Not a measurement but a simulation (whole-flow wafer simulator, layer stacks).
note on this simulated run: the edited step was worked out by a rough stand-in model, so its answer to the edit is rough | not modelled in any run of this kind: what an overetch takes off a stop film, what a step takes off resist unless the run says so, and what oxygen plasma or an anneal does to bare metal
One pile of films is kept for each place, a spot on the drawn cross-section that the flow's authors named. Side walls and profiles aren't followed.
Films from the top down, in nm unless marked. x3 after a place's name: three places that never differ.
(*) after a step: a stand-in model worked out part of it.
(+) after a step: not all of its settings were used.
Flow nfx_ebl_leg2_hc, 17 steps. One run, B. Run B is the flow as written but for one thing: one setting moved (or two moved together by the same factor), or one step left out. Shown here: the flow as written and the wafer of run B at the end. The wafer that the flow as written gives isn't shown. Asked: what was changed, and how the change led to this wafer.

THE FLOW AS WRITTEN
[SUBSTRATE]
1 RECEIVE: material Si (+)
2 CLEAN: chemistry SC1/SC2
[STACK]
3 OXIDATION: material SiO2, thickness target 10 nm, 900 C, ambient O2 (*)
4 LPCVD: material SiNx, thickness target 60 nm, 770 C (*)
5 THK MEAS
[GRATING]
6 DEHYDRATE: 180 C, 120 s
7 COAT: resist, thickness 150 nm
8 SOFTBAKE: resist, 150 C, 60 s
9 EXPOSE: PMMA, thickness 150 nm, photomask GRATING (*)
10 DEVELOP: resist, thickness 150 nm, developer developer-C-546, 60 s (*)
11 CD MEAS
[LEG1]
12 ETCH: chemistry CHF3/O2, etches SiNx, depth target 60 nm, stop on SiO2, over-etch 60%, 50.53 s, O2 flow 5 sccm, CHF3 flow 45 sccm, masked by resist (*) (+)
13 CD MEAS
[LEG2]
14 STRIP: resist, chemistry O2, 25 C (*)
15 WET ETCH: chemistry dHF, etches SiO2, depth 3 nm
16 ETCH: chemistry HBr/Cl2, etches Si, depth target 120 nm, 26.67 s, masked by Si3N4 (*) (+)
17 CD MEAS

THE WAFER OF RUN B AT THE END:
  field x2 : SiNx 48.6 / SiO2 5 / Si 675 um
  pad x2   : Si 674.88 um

The cause: step 3, OXIDATION: thickness target 5 nm was run, where the flow has thickness target 10 nm.
It can be read off the wafer: field x2 has SiO2 5, and step 3 as written asks for 10 nm.

How the change led to this, step by step:
  3 OXIDATION: material SiO2, thickness target 10 nm, 900 C, ambient O2 (*)
      field x2, pad x2: SiO2 +5 (new film), chemical SiO2 -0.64 (all of it), Si -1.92 (as written it would be: SiO2 +10 (new film), chemical SiO2 -0.64 (all of it), Si -4.12)
  12 ETCH: chemistry CHF3/O2, etches SiNx, depth target 60 nm, stop on SiO2, over-etch 60%, 50.53 s, O2 flow 5 sccm, CHF3 flow 45 sccm, masked by resist (*) (+)
      pad x2: SiNx -60 (all of it), SiO2 -5 (all of it) (as written it would be: SiNx -60 (all of it), SiO2 -10 (all of it))
